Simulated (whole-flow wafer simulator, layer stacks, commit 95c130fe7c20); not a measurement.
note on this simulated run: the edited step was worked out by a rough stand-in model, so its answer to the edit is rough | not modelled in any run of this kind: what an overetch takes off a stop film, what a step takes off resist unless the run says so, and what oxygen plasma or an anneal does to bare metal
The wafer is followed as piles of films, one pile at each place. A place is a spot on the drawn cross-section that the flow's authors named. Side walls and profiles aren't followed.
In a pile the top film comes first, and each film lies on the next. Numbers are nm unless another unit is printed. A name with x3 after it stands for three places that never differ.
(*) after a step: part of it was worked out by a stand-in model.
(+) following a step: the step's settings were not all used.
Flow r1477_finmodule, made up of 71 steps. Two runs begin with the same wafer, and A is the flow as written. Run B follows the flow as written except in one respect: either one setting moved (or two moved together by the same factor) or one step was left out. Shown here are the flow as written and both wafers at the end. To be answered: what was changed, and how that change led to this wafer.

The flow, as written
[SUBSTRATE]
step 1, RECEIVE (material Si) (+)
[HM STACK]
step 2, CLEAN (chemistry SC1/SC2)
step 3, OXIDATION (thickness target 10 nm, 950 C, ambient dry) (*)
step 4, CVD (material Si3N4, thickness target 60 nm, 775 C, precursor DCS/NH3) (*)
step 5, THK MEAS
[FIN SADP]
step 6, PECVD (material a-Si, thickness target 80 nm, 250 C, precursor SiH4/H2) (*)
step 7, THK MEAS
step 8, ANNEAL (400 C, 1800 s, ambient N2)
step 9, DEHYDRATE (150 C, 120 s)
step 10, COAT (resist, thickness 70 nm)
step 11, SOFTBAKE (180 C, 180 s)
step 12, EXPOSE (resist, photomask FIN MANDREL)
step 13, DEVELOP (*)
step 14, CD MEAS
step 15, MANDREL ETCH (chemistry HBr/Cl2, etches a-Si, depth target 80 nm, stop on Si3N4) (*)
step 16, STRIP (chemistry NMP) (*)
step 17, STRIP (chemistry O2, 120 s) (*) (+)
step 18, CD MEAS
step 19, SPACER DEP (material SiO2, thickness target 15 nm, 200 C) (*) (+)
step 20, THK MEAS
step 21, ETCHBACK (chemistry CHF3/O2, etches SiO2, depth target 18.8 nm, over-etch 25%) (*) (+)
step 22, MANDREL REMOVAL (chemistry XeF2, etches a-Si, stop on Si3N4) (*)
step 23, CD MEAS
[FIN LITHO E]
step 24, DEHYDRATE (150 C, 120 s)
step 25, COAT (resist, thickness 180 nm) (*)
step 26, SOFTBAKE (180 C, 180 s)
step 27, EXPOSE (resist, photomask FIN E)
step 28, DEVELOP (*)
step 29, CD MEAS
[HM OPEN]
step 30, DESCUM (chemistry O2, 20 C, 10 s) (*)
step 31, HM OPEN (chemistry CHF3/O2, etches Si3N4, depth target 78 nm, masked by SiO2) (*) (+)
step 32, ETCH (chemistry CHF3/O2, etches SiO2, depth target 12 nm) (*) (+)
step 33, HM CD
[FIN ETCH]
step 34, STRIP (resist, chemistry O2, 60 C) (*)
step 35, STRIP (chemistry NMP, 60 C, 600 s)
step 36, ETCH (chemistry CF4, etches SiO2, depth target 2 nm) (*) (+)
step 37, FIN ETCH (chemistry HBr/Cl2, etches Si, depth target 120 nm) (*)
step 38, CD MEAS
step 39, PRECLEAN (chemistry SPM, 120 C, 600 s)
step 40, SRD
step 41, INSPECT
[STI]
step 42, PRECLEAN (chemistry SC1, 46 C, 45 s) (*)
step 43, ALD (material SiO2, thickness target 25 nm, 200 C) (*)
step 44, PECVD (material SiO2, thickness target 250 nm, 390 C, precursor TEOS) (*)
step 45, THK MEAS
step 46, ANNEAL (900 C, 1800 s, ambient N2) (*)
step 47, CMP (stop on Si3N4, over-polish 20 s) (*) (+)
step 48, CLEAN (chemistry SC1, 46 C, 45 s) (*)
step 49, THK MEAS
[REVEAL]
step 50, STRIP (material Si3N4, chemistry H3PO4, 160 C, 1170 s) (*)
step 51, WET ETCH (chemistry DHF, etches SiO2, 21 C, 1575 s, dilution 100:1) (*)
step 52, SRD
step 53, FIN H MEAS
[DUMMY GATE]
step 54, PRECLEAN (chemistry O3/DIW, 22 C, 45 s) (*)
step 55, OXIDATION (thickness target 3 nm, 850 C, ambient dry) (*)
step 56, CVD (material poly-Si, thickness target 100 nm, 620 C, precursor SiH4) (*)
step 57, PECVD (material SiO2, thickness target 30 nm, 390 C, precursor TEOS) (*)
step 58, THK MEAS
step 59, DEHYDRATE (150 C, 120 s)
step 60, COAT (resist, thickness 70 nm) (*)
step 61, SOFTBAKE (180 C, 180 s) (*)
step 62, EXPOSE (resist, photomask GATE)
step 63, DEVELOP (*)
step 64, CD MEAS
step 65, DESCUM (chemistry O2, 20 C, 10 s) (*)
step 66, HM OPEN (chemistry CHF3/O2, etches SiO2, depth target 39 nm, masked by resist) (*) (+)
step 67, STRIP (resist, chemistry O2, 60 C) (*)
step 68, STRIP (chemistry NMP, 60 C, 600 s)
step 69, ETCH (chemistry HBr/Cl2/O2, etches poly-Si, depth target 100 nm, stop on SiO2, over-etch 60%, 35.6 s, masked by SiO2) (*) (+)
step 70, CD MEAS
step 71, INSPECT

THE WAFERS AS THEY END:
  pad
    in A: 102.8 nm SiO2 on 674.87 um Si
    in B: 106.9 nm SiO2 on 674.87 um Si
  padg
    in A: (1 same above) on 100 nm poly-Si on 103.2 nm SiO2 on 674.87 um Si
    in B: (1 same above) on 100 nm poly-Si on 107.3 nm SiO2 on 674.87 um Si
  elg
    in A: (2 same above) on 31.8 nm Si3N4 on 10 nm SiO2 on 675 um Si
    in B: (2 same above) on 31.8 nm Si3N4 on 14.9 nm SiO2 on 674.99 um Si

Cause: step 3, OXIDATION: thickness target 14.9 nm was run, while the flow as written has thickness target 10 nm.
One can read it off the wafer: elg has SiO2 14.9, and step 3 as written asks for 10 nm.

The path from the change to this, step by step:
  step 3, OXIDATION (thickness target 10 nm, 950 C, ambient dry) (*)
      pad, padg, elg and 33 more: A +10 SiO2 (new film), -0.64 chemical SiO2 (all of it), -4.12 Si | B +14.9 SiO2 (new film), -0.64 chemical SiO2 (all of it), -6.27 Si
  step 31, HM OPEN (chemistry CHF3/O2, etches Si3N4, depth target 78 nm, masked by SiO2) (*) (+)
      pad, padg, esg and 13 more: A -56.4 Si3N4 (all of it), -10 SiO2 (all of it) | B -56.4 Si3N4 (all of it), -10.8 SiO2
  step 32, ETCH (chemistry CHF3/O2, etches SiO2, depth target 12 nm) (*) (+)
      pad, padg, e40sg and 11 more: A -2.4 Si | B -4.09 SiO2 (all of it), -1.58 Si
      esg, eso: A -1.77 Si | B -4.09 SiO2 (all of it), -1.58 Si
      (also at 6 further places)
  step 43, ALD (material SiO2, thickness target 25 nm, 200 C) (*)
      esg: A +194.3 SiO2 (new film) | B +199 SiO2 (new film)
  step 47, CMP (stop on Si3N4, over-polish 20 s) (*) (+)
      pad, padg, e40sg and 11 more: A -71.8 SiO2 | B -67.7 SiO2
      eso: A -72.4 SiO2 | B -67.7 SiO2
  step 51, WET ETCH (chemistry DHF, etches SiO2, 21 C, 1575 s, dilution 100:1) (*)
      s40sg_line, s45sg_line, s50sg_line, s40so_line, s45so_line, s50so_line: A -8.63 SiO2 (all of it) | B -13.5 SiO2 (all of it)
  step 56, CVD (material poly-Si, thickness target 100 nm, 620 C, precursor SiH4) (*)
      s40cg, s40co: A +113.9 poly-Si (new film) | B +109 poly-Si (new film)
      s45cg, s45co: A +113.4 poly-Si (new film) | B +108.5 poly-Si (new film)
      (also at 2 further places)
  step 60, COAT (resist, thickness 70 nm) (*)
      s40sg, s40so: A +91 resist (new film) | B +86.4 resist (new film)
      s45sg, s45so: A +91 resist (new film) | B +86.3 resist (new film)
      (also at 2 further places)
  step 63, DEVELOP (*)
      s40so: A -91 resist (all of it) | B -86.4 resist (all of it)
      s45so: A -91 resist (all of it) | B -86.3 resist (all of it)
      (also at 1 further place)
  step 67, STRIP (resist, chemistry O2, 60 C) (*)
      s40sg: A -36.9 resist (all of it) | B -32.3 resist (all of it)
      s45sg: A -36.9 resist (all of it) | B -32.2 resist (all of it)
      (also at 1 further place)
  step 69, ETCH (chemistry HBr/Cl2/O2, etches poly-Si, depth target 100 nm, stop on SiO2, over-etch 60%, 35.6 s, masked by SiO2) (*) (+)
      s40co: A -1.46 chemical SiO2 (all of it), -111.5 poly-Si (all of it), -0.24 SiO2 | B -1.46 chemical SiO2 (all of it), -106.6 poly-Si (all of it), -0.27 SiO2
      s45co: A -1.46 chemical SiO2 (all of it), -110.9 poly-Si (all of it), -0.25 SiO2 | B -1.46 chemical SiO2 (all of it), -106 poly-Si (all of it), -0.27 SiO2
      (also at 1 further place)
